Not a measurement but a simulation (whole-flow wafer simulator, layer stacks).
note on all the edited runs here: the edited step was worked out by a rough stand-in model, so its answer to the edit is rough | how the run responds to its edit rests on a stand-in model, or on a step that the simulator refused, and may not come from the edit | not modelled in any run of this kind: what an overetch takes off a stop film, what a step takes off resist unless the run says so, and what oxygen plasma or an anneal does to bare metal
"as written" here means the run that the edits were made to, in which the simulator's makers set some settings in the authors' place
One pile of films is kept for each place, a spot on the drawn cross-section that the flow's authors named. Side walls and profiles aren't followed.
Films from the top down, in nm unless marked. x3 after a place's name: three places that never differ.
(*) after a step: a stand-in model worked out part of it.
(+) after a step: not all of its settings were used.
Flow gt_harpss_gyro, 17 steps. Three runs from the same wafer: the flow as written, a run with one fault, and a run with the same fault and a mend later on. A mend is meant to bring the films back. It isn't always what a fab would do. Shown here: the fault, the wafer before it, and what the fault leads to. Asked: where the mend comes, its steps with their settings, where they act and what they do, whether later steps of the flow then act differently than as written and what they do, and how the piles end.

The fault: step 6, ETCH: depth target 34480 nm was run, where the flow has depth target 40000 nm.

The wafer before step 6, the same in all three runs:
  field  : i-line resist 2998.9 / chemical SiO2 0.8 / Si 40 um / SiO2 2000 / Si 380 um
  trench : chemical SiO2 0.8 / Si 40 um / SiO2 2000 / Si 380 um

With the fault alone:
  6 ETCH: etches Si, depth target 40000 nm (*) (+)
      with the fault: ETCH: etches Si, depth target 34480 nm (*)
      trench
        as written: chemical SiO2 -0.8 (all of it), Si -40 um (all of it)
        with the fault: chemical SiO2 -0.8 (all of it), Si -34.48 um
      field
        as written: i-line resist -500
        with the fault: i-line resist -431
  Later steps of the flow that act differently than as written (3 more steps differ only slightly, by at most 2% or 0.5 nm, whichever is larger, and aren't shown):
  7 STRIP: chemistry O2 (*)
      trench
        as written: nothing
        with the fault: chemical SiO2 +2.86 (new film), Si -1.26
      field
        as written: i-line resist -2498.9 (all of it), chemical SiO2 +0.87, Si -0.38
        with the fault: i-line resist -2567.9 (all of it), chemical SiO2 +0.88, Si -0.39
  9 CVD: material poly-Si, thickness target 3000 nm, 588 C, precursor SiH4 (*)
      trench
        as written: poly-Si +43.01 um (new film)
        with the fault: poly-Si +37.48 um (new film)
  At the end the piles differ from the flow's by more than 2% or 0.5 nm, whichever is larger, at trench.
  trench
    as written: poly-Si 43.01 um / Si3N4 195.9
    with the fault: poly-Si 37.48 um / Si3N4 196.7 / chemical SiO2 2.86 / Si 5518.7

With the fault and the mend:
  The mend comes after step 6.
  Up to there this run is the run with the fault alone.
  6a ETCH: etches Si, depth target 5520 nm (*) (+) (the flow's step 6 once more, with other settings)
      field
        i-line resist -69
      trench
        Si -5519.9 (all of it)
  No later step of the flow acts differently than as written at any place that is followed.
  At the end the piles are the same as the flow's at every place that both follow.
